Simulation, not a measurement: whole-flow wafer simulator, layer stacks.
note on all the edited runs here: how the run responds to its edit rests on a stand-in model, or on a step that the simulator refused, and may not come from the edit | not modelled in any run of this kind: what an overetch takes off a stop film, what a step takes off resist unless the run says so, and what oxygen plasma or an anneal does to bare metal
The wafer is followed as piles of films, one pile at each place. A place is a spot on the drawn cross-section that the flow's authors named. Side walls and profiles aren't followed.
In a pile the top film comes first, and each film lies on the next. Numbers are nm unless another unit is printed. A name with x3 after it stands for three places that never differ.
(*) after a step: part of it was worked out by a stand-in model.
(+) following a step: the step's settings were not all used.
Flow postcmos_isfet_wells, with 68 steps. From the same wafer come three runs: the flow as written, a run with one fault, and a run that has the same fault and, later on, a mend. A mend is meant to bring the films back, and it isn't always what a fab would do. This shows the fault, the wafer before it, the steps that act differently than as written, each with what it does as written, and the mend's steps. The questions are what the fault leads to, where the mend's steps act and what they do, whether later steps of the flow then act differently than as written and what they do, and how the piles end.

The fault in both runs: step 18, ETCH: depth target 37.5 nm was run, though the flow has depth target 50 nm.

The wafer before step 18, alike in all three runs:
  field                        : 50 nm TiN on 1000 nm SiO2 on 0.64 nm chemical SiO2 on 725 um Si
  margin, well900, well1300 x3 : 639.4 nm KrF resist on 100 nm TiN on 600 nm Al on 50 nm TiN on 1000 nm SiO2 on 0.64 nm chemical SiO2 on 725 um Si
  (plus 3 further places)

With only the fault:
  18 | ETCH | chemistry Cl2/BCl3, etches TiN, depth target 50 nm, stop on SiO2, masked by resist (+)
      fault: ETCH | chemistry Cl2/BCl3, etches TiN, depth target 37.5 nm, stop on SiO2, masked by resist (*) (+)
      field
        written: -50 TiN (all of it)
        fault: -37.5 TiN
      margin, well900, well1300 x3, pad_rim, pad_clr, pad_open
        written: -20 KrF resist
        fault: -15 KrF resist
  Steps further on in the flow that do not act as written (not shown: 2 more steps that differ only slightly, by at most 2% or 0.5 nm, whichever is larger):
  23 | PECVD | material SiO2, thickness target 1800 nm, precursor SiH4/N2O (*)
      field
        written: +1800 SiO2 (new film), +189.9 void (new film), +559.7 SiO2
        fault: +1800 SiO2 (new film), +180.8 void (new film), +556.7 SiO2 (new film)
  By the end, the piles at field depart from the flow's by more than 2% or 0.5 nm, whichever is larger.
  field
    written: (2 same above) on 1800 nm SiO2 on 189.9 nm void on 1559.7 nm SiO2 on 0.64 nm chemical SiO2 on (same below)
    fault: (2 same above) on 1800 nm SiO2 on 180.8 nm void on 556.7 nm SiO2 on 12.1 nm TiN on 1000 nm SiO2 on 0.64 nm chemical SiO2 on (same below)

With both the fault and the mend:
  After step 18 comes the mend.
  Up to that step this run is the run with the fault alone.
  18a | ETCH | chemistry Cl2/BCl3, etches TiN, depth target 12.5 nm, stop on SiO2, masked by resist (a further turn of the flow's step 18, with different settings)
      margin, well900, well1300 x3, pad_rim, pad_clr, pad_open
        -5 KrF resist
      field
        -12.5 TiN (all of it)
  None of the later steps of the flow acts differently than as written at any place that is followed.
  By the end, the piles equal the flow's at every place that both follow.
